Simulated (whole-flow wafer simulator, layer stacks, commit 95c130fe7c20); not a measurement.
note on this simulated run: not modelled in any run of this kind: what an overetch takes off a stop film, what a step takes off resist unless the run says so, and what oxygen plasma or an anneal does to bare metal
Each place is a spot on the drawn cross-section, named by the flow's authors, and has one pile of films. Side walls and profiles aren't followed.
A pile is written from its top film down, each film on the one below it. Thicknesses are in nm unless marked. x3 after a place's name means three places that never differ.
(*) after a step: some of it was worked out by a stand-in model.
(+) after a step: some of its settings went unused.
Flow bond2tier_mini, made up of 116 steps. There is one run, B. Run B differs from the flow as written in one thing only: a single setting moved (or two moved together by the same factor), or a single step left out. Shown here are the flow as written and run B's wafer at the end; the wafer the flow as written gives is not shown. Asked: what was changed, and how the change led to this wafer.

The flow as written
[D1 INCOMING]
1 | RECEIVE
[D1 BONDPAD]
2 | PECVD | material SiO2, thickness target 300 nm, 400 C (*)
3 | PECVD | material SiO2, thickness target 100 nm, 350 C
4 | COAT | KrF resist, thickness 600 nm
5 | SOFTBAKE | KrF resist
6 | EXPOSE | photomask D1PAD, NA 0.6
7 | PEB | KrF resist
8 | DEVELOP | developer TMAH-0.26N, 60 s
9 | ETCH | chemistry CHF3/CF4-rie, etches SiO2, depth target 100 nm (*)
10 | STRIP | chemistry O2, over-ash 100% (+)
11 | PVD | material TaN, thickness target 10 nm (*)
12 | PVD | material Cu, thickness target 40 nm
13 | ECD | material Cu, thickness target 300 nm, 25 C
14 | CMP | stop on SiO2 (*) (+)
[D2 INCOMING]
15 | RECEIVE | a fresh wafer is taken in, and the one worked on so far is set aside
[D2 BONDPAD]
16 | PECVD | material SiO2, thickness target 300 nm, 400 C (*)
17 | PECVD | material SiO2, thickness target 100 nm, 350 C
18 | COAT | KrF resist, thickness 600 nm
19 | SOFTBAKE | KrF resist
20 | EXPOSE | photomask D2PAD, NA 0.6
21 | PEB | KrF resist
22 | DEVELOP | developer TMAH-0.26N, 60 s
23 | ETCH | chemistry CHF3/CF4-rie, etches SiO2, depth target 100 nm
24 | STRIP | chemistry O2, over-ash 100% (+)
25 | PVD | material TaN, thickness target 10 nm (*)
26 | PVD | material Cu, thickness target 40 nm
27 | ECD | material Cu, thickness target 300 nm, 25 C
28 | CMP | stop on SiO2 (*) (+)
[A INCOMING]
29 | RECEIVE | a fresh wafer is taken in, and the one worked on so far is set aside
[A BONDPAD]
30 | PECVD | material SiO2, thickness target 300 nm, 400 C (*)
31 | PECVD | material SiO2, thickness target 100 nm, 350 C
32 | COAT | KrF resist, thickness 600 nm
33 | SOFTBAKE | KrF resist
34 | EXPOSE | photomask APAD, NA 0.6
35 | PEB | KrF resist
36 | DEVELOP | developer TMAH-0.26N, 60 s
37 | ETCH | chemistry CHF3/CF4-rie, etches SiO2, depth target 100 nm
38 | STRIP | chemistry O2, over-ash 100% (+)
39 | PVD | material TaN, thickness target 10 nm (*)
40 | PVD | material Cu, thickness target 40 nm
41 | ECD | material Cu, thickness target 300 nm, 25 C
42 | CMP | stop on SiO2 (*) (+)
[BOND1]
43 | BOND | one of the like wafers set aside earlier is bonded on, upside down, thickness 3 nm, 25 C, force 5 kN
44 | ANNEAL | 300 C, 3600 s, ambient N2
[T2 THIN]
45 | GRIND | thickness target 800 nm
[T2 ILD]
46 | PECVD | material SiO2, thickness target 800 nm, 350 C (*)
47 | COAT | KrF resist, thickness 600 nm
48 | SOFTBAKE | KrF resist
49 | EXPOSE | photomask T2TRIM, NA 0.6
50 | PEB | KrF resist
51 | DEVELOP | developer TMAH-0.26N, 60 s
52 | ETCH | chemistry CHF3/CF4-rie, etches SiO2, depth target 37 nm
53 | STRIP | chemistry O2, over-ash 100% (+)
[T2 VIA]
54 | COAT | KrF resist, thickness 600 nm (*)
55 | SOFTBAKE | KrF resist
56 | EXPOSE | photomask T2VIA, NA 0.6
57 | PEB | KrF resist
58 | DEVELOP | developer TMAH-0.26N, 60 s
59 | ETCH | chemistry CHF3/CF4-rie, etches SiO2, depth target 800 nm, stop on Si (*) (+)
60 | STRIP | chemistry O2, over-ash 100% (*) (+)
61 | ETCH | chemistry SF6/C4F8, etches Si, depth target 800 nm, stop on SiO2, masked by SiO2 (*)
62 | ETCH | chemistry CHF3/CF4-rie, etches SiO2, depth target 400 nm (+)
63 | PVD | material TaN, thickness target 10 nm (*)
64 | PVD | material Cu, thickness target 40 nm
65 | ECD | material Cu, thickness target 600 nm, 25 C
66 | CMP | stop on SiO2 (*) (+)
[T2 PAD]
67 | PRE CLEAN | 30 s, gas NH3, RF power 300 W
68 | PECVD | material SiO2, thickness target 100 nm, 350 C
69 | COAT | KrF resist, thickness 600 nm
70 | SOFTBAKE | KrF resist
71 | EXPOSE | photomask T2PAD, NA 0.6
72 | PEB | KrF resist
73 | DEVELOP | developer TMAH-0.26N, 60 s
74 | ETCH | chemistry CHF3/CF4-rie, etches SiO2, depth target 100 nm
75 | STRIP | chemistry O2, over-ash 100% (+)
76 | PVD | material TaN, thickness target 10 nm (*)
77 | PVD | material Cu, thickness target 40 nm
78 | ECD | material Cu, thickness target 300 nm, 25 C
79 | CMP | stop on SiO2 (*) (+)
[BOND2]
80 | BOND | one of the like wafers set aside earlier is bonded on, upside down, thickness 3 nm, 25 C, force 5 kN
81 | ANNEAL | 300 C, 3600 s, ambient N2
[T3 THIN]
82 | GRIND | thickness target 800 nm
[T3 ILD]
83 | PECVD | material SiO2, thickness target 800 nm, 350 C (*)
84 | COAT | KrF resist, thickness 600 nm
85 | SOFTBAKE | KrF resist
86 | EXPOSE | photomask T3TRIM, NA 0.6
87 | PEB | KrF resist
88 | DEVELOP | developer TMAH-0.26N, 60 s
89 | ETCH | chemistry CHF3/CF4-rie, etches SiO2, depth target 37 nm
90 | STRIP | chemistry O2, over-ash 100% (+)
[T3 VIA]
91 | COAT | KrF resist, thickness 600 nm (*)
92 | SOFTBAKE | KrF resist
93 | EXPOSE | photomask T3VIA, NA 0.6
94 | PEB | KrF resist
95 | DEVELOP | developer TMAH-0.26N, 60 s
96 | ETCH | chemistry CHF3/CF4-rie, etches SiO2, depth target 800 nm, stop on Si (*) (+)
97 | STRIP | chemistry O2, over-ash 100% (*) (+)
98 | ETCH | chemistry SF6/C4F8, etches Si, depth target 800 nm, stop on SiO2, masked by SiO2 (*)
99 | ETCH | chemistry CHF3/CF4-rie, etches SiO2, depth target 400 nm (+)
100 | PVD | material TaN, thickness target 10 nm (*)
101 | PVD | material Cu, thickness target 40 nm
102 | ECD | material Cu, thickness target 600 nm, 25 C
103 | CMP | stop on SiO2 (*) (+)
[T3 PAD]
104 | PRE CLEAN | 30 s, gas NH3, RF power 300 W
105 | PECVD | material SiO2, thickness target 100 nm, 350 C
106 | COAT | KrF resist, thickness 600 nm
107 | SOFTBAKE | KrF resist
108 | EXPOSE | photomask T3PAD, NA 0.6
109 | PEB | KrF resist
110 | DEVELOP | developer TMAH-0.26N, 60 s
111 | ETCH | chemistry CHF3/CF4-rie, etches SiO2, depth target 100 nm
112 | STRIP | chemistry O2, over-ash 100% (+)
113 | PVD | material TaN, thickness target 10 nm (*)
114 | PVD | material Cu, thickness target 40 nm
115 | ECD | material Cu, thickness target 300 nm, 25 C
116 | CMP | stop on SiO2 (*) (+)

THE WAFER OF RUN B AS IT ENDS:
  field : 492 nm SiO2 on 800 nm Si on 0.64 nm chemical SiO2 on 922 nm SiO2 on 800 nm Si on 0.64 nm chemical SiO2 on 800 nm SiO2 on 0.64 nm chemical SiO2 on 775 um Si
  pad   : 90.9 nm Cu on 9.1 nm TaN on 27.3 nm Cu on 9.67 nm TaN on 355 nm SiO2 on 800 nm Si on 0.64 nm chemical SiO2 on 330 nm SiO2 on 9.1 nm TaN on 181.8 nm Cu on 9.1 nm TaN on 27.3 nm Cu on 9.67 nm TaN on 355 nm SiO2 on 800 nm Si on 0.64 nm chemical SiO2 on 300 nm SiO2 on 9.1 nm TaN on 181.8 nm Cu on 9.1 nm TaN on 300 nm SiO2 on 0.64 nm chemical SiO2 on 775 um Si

Cause: step 17, PECVD: thickness target 130 nm was run, though the flow has thickness target 100 nm.

How this came from the change, step by step:
  17 | PECVD | material SiO2, thickness target 100 nm, 350 C
      field, pad, via: SiO2 gains 130 (as written it would have been: SiO2 gains 100)
  80 | BOND | one of the like wafers set aside earlier is bonded on, upside down, thickness 3 nm, 25 C, force 5 kN
      field: Si gains 775 um (new film), chemical SiO2 gains 0.64 (new film), SiO2 gains 430 (as written it would have been: Si gains 775 um (new film), chemical SiO2 gains 0.64 (new film), SiO2 gains 400)
      pad: Si gains 775 um (new film), chemical SiO2 gains 0.64 (new film), SiO2 gains 330 (new film), TaN gains 9.1 (new film), Cu gains 90.9 (as written it would have been: Si gains 775 um (new film), chemical SiO2 gains 0.64 (new film), SiO2 gains 300 (new film), TaN gains 9.1 (new film), Cu gains 90.9)
